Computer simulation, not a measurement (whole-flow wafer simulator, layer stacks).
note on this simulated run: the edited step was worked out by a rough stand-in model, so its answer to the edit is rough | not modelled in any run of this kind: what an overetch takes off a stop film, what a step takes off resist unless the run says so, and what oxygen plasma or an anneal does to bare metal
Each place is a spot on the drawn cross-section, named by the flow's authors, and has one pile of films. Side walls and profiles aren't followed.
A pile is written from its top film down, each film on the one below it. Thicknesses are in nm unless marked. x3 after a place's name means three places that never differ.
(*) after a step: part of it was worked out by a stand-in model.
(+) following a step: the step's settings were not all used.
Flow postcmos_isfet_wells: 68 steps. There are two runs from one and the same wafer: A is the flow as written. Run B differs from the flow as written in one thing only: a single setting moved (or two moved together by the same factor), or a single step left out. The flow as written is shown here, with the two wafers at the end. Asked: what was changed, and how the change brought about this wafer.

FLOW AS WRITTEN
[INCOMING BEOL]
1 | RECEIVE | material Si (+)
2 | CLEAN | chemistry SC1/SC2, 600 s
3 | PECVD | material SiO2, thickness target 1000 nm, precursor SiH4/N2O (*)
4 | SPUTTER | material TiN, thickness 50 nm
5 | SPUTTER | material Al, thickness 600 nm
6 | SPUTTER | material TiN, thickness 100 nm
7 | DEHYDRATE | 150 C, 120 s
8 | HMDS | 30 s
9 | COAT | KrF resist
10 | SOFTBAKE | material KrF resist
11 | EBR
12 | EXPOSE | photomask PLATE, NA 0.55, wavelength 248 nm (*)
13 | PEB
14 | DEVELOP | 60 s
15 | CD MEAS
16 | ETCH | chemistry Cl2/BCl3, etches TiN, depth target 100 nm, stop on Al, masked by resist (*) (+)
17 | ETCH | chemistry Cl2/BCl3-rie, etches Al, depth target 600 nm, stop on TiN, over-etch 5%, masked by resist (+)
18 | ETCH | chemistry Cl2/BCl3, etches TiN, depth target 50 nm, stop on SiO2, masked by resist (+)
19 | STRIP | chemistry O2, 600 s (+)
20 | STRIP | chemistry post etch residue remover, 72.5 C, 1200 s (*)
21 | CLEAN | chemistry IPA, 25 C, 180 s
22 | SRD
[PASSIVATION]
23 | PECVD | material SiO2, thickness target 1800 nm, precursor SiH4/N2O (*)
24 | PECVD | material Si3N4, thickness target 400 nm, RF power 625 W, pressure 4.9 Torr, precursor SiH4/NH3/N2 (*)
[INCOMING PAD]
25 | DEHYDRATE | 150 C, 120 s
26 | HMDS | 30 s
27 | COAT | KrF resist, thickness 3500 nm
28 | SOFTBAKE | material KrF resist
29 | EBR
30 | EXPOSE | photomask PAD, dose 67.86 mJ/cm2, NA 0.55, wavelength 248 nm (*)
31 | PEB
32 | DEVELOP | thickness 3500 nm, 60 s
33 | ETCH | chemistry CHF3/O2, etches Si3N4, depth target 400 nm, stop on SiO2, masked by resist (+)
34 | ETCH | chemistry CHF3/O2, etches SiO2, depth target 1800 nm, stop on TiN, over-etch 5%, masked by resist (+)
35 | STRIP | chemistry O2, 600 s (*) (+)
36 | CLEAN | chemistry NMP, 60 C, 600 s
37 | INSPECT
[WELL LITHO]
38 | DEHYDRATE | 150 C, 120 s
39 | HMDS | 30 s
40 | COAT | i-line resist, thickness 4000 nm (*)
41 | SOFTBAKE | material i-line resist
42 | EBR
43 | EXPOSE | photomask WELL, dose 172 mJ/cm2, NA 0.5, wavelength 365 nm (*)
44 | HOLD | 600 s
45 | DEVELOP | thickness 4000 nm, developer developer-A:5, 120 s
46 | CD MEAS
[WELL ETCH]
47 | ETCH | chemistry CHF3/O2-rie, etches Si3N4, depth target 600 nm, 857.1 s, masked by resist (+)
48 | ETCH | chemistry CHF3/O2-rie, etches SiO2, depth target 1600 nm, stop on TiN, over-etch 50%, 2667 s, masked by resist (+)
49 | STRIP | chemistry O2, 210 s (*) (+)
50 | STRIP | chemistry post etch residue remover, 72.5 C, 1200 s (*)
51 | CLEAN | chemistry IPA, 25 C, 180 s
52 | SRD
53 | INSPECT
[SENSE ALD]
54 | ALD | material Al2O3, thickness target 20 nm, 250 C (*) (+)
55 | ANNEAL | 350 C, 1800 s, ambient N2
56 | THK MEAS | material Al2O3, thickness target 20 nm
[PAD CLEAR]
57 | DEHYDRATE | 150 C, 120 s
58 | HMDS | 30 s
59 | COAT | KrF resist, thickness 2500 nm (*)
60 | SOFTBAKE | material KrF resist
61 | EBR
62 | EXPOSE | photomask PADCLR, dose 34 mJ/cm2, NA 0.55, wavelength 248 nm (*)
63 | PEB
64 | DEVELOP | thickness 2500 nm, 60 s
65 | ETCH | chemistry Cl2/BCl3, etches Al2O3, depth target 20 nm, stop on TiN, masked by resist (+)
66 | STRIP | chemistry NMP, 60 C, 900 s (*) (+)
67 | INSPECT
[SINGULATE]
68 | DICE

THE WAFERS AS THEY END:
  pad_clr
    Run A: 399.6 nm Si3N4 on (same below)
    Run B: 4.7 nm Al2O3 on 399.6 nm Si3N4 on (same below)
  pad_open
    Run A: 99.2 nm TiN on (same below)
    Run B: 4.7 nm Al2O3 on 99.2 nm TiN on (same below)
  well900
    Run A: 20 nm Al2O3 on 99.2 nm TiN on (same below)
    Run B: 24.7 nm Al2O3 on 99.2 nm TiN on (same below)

Cause: step 54, ALD: thickness target 24.7 nm was run, though the flow has thickness target 20 nm.
The wafer lets one read it off: well900 has Al2O3 24.7, and step 54 as written asks for 20 nm.

The path from the change to this, step by step:
  54 | ALD | material Al2O3, thickness target 20 nm, 250 C (*) (+)
      field, margin, well900, well1300 x3, pad_rim, pad_clr, pad_open: A +20 Al2O3 (new film) | B +24.7 Al2O3 (new film)
  65 | ETCH | chemistry Cl2/BCl3, etches Al2O3, depth target 20 nm, stop on TiN, masked by resist (+)
      pad_clr, pad_open: A -20 Al2O3 (all of it) | B -20 Al2O3
